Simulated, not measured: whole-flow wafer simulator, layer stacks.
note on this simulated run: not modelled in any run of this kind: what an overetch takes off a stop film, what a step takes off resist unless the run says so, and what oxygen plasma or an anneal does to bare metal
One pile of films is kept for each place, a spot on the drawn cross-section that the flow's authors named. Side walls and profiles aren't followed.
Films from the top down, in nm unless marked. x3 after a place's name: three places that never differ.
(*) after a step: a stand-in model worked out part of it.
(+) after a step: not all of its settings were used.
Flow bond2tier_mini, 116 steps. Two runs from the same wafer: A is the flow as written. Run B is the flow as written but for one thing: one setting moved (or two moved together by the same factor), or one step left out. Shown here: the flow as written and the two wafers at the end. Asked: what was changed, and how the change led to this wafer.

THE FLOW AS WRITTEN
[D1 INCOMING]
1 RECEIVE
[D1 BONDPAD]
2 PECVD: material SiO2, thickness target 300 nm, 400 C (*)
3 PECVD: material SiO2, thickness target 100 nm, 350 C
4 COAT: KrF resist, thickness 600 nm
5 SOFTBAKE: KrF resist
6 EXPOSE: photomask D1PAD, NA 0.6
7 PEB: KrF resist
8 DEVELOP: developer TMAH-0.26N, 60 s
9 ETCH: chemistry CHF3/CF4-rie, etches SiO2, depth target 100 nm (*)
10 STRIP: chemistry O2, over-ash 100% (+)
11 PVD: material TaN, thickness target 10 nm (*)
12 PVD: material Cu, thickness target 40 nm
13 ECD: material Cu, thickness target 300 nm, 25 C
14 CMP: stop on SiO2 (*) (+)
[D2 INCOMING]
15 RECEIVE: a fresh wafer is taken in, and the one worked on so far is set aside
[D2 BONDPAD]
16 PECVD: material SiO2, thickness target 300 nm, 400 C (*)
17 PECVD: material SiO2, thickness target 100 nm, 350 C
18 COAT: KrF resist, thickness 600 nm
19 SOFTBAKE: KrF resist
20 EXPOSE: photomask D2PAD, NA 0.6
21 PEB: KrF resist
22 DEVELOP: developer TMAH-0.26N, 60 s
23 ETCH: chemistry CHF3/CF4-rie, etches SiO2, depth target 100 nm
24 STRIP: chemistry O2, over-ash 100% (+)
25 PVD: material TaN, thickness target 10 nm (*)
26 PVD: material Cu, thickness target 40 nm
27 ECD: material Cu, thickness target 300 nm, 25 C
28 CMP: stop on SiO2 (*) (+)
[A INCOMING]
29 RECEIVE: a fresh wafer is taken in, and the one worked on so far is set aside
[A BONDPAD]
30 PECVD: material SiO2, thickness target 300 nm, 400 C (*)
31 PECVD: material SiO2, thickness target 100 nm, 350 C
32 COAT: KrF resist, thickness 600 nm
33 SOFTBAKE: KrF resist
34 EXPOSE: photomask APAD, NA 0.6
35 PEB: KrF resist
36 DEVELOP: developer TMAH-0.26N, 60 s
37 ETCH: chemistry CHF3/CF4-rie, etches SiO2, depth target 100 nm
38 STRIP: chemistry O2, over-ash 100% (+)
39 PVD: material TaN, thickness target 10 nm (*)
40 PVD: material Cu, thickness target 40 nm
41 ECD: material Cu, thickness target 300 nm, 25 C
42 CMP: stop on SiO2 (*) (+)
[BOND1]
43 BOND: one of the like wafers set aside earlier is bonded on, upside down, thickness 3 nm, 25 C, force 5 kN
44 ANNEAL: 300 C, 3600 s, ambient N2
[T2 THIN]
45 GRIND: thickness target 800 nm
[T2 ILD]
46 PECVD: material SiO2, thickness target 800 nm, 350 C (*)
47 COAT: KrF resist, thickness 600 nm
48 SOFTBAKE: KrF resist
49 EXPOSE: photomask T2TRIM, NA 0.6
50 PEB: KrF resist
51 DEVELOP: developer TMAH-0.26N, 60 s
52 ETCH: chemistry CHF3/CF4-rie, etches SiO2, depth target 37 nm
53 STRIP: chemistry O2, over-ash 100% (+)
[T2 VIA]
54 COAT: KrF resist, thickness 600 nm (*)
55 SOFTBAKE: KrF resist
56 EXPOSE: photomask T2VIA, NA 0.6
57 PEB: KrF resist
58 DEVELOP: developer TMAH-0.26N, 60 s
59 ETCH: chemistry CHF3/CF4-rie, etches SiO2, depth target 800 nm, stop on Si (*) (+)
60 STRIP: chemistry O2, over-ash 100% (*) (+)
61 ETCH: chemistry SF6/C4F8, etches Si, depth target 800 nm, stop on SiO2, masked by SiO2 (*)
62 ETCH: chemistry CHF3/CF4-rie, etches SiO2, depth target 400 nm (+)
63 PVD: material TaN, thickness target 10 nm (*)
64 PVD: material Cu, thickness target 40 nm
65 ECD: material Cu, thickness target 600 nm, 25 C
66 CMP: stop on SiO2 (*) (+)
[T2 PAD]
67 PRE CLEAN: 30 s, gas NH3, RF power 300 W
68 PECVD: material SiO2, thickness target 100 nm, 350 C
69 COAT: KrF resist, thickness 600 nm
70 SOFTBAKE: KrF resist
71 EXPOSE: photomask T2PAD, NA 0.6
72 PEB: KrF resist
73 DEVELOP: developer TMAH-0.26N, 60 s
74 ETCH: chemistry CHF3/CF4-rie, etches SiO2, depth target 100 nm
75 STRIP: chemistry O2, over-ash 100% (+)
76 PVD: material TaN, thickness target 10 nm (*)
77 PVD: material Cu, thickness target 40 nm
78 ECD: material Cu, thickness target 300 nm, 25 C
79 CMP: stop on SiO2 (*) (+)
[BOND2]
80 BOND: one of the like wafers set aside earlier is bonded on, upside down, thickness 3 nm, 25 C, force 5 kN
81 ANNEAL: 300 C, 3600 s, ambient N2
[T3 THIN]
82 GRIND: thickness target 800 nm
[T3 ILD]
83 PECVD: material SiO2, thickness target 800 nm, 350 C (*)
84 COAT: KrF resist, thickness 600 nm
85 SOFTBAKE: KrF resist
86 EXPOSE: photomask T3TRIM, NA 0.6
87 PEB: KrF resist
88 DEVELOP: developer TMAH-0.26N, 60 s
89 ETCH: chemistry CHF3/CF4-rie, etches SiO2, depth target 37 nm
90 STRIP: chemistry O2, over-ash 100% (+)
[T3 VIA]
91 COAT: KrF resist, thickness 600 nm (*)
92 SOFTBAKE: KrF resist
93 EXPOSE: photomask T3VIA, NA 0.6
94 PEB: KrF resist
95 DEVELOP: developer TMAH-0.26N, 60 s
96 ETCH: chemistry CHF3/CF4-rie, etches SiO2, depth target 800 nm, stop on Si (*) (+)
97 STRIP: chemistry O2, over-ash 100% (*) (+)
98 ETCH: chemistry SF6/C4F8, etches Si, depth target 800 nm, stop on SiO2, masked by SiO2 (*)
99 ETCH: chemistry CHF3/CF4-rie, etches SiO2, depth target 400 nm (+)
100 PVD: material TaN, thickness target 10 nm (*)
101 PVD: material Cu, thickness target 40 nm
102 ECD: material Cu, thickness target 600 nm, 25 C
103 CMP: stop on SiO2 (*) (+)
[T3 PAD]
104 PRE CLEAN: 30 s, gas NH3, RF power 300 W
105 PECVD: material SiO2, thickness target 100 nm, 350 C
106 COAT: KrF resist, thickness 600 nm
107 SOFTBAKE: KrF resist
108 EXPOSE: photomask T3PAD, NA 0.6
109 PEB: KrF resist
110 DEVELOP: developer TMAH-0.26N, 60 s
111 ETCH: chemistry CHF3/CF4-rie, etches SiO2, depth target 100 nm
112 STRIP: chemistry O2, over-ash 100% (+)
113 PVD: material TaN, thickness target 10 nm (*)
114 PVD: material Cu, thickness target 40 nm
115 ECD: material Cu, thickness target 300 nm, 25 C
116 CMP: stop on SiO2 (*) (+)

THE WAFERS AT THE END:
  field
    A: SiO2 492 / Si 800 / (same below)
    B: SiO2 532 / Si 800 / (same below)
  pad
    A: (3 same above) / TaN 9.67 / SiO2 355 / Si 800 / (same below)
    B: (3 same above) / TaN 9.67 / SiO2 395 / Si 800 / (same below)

The cause: step 99, ETCH: depth target 360 nm was run, where the flow has depth target 400 nm.

How the change led to this, step by step:
  99 ETCH: chemistry CHF3/CF4-rie, etches SiO2, depth target 400 nm (+)
      field, pad: A SiO2 -400 | B SiO2 -360
